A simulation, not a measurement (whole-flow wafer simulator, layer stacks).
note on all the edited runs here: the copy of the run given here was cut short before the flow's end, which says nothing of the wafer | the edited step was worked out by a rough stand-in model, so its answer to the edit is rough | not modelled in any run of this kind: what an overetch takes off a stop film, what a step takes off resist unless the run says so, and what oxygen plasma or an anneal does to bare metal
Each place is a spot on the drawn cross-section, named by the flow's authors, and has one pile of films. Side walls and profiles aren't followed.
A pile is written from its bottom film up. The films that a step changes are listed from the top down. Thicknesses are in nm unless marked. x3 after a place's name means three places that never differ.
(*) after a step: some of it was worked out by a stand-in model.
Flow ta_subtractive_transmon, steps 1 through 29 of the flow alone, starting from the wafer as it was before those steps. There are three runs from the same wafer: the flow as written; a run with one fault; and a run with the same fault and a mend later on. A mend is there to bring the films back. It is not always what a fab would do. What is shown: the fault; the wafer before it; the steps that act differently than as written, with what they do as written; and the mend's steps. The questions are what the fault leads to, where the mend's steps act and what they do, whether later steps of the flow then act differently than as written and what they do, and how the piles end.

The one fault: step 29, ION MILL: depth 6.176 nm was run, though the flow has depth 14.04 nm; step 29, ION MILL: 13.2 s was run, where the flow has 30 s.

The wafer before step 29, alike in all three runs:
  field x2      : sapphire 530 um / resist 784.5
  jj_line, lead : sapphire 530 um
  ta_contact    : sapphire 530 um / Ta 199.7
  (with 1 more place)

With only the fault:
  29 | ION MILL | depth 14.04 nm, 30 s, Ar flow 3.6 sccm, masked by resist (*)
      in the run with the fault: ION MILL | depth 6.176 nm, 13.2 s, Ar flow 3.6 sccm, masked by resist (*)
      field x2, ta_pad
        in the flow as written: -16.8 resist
        in the run with the fault: -7.39 resist
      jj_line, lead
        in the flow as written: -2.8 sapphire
        in the run with the fault: -1.23 sapphire
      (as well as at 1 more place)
  None of the later steps of the flow acts differently than as written at any place that is followed.
  At ta_contact, the piles at the end differ from the flow's by more than 2% or 0.5 nm, whichever is larger.
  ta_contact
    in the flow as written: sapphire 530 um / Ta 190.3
    in the run with the fault: sapphire 530 um / Ta 195.6

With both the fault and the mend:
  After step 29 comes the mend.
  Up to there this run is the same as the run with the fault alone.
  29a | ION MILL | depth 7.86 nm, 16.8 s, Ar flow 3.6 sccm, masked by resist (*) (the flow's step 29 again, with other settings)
      field x2, ta_pad
        -9.4 resist
      jj_line, lead
        -1.57 sapphire
      ta_contact
        -5.29 Ta
  None of the later steps of the flow acts differently than as written at any place that is followed.
  At every place that both follow, the piles at the end match the flow's.
